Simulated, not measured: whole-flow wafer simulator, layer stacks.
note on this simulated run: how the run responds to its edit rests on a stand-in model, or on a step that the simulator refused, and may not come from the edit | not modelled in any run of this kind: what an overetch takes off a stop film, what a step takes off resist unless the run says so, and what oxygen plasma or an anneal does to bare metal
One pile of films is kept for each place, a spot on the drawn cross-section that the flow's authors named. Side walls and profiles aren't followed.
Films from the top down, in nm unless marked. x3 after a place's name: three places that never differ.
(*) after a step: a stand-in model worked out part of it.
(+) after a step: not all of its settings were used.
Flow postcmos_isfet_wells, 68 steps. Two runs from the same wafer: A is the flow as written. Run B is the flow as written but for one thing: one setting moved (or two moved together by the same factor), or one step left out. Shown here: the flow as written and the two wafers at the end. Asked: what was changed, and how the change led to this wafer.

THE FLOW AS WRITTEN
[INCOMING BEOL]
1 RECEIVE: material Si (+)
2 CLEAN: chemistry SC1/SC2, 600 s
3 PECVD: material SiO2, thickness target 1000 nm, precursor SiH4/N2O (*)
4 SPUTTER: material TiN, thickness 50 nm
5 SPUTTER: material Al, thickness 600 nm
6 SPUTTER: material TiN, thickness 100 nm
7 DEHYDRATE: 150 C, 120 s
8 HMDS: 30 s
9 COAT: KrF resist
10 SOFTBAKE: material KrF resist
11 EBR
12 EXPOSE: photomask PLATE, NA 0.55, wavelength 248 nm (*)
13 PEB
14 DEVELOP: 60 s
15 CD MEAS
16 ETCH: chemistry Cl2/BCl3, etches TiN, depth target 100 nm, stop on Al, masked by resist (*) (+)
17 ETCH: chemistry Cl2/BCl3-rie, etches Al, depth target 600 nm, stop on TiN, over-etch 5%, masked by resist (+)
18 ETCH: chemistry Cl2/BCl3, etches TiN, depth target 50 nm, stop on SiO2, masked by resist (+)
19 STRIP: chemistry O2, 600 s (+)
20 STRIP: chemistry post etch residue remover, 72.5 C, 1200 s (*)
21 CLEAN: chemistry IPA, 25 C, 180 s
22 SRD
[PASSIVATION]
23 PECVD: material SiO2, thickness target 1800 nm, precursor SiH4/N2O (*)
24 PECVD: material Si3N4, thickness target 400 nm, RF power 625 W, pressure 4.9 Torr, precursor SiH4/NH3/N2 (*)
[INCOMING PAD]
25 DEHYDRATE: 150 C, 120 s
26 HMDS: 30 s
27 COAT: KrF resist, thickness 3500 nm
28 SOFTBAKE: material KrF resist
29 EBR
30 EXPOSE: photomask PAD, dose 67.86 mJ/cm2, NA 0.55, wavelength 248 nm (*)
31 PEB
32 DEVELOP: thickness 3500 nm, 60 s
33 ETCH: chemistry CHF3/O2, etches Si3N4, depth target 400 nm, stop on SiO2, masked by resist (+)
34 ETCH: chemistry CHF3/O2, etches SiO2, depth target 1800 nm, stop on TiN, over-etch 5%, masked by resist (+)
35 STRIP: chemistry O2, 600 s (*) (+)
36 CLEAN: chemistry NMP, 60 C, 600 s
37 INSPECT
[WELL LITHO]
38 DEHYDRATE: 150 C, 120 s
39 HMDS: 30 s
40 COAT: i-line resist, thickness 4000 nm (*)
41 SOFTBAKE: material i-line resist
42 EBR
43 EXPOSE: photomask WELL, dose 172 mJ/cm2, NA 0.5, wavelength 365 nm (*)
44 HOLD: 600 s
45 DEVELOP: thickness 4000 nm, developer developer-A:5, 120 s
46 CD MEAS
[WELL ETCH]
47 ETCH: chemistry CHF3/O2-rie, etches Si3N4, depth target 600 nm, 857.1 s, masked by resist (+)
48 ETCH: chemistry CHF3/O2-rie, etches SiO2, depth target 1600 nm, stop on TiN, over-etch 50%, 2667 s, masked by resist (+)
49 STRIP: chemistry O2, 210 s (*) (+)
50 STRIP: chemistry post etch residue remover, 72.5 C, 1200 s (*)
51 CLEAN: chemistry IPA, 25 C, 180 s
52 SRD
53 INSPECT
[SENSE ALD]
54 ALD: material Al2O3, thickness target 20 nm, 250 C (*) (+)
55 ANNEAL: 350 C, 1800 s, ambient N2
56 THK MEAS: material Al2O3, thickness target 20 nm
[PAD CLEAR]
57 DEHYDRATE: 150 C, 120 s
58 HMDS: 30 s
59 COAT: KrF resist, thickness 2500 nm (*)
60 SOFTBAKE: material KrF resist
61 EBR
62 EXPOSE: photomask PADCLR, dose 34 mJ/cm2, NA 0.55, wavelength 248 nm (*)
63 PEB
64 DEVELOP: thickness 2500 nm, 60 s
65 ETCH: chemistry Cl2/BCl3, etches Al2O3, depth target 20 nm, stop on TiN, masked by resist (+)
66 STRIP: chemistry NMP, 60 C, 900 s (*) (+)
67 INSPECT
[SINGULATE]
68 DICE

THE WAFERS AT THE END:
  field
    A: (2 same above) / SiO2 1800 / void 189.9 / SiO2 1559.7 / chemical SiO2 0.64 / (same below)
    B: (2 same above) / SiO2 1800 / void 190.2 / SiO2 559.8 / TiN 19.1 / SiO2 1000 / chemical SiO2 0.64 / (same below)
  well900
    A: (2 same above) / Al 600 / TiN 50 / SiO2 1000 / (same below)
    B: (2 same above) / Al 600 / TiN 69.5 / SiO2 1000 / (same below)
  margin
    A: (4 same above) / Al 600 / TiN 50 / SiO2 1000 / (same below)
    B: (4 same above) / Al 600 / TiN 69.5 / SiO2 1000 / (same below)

The cause: step 4, SPUTTER: thickness 69.5 nm was run, where the flow has thickness 50 nm.
It can be read off the wafer: well900 has TiN 69.5, and step 4 as written asks for 50 nm.

How the change led to this, step by step:
  4 SPUTTER: material TiN, thickness 50 nm
      field, margin, well900, well1300 x3, pad_rim, pad_clr, pad_open: A TiN +50 (new film) | B TiN +69.5 (new film)
  18 ETCH: chemistry Cl2/BCl3, etches TiN, depth target 50 nm, stop on SiO2, masked by resist (+)
      field: A TiN -50 (all of it) | B TiN -50
  23 PECVD: material SiO2, thickness target 1800 nm, precursor SiH4/N2O (*)
      field: A SiO2 +1800 (new film), void +189.9 (new film), SiO2 +559.7 | B SiO2 +1800 (new film), void +190.2 (new film), SiO2 +559.8 (new film)
Counting metal films that touch as one body, field has 1 body; the flow as written gives 0 bodies.
